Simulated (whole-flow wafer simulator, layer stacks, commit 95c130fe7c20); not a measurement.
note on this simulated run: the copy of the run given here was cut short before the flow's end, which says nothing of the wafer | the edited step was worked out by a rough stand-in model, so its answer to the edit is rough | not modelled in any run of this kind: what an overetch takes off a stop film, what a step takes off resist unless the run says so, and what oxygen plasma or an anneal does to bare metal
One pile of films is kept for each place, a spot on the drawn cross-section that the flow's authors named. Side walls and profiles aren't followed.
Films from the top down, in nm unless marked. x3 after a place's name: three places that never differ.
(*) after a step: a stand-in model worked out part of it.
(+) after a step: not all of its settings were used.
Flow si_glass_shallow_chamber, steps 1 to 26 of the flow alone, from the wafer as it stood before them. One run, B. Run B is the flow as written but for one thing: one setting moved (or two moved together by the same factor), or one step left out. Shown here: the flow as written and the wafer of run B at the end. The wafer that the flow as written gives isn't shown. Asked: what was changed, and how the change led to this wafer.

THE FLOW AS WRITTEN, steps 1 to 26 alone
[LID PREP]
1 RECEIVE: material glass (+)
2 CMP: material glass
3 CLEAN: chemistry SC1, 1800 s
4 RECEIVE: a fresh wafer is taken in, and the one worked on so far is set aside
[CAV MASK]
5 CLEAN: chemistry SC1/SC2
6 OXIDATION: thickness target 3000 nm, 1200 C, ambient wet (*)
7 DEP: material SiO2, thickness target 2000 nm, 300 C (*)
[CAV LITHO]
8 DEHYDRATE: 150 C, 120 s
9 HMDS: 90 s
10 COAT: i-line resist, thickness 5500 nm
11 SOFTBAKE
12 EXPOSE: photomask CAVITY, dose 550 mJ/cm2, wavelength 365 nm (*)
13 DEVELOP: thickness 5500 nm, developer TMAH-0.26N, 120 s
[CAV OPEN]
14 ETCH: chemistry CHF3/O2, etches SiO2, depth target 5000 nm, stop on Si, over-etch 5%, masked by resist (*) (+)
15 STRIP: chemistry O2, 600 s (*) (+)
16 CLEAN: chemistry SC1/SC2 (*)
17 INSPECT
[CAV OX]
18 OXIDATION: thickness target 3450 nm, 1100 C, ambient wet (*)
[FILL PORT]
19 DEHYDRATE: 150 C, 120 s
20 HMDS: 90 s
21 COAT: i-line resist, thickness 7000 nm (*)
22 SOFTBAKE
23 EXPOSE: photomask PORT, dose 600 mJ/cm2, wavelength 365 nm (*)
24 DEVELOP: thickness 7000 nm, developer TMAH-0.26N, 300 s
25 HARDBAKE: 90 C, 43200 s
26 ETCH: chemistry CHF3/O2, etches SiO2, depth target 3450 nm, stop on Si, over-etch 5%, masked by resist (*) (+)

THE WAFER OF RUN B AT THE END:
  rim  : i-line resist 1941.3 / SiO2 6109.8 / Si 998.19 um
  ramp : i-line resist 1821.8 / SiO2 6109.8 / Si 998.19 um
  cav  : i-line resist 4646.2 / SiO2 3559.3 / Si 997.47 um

The cause: step 14, ETCH: depth target 4000 nm was run, where the flow has depth target 5000 nm.

How the change led to this, step by step:
  14 ETCH: chemistry CHF3/O2, etches SiO2, depth target 5000 nm, stop on Si, over-etch 5%, masked by resist (*) (+)
      cav, port: SiO2 -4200 (as written it would be: SiO2 -5000 (all of it), Si -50)
      rim, ramp, septum, ring: i-line resist -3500 (as written it would be: i-line resist -4375)
  15 STRIP: chemistry O2, 600 s (*) (+)
      cav, port: nothing (as written it would be: chemical SiO2 +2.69 (new film), Si -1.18)
      rim, ramp, septum, ring: i-line resist -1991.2 (all of it) (as written it would be: i-line resist -1116.2 (all of it))
  18 OXIDATION: thickness target 3450 nm, 1100 C, ambient wet (*)
      cav, port: SiO2 +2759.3, Si -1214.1 (as written it would be: SiO2 +3450 (new film), chemical SiO2 -2.69 (all of it), Si -1516.8)
  21 COAT: i-line resist, thickness 7000 nm (*)
      rim: i-line resist +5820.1 (new film) (as written it would be: i-line resist +5660.1 (new film))
      ramp: i-line resist +5309.6 (new film) (as written it would be: i-line resist +5087.8 (new film))
  22 SOFTBAKE
      rim: i-line resist -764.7 (as written it would be: i-line resist -849)
      ramp: i-line resist -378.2 (as written it would be: i-line resist -434.5)
      (and at 4 more places)
  25 HARDBAKE: 90 C, 43200 s
      rim: i-line resist -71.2 (as written it would be: i-line resist -62.5)
      ramp: i-line resist -66.7 (as written it would be: i-line resist -57.1)
      (and at 1 more place)
  26 ETCH: chemistry CHF3/O2, etches SiO2, depth target 3450 nm, stop on Si, over-etch 5%, masked by resist (*) (+)
      port: SiO2 -3559.3 (all of it), Si -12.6 (as written it would be: SiO2 -3450 (all of it), Si -34.5)
